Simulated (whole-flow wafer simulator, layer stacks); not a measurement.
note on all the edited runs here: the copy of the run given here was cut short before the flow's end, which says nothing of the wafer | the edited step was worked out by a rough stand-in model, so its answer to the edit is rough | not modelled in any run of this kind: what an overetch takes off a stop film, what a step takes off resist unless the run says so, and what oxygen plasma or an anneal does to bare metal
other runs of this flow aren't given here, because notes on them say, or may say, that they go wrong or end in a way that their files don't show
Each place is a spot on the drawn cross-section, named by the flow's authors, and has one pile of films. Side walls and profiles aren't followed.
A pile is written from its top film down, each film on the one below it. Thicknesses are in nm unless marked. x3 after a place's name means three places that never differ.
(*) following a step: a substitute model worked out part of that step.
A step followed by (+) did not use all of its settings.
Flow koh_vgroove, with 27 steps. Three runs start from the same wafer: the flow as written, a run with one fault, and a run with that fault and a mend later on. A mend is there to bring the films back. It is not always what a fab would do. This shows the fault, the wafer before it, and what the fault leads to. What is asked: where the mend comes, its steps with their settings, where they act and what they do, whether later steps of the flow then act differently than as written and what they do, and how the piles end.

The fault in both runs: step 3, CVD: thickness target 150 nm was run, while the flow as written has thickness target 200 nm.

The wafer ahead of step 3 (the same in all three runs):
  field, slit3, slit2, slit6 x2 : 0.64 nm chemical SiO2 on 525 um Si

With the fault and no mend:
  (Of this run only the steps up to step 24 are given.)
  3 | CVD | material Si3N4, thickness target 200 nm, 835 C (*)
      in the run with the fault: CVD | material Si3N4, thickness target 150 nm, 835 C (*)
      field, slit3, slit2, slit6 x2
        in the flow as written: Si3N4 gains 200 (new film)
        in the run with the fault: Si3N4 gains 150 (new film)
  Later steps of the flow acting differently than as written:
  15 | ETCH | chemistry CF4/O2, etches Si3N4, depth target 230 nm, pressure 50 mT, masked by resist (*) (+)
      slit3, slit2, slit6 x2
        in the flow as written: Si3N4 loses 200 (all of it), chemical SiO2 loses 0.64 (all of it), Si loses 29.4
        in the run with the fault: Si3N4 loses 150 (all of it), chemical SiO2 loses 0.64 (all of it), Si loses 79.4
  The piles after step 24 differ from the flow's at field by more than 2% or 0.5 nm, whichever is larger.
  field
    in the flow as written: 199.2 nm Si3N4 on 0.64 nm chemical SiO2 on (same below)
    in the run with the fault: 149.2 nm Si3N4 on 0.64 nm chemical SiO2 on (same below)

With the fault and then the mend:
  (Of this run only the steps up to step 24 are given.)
  The mend stands after step 4.
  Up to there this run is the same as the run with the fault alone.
  4a | CVD | material Si3N4, thickness target 50 nm, 835 C (*) (a further turn of the flow's step 3, with different settings)
      field, slit3, slit2, slit6 x2
        Si3N4 gains 50
  None of the later steps of the flow up to step 24 acts differently than as written at any place that is followed.
  At every place that both follow, the piles after step 24 match the flow's.
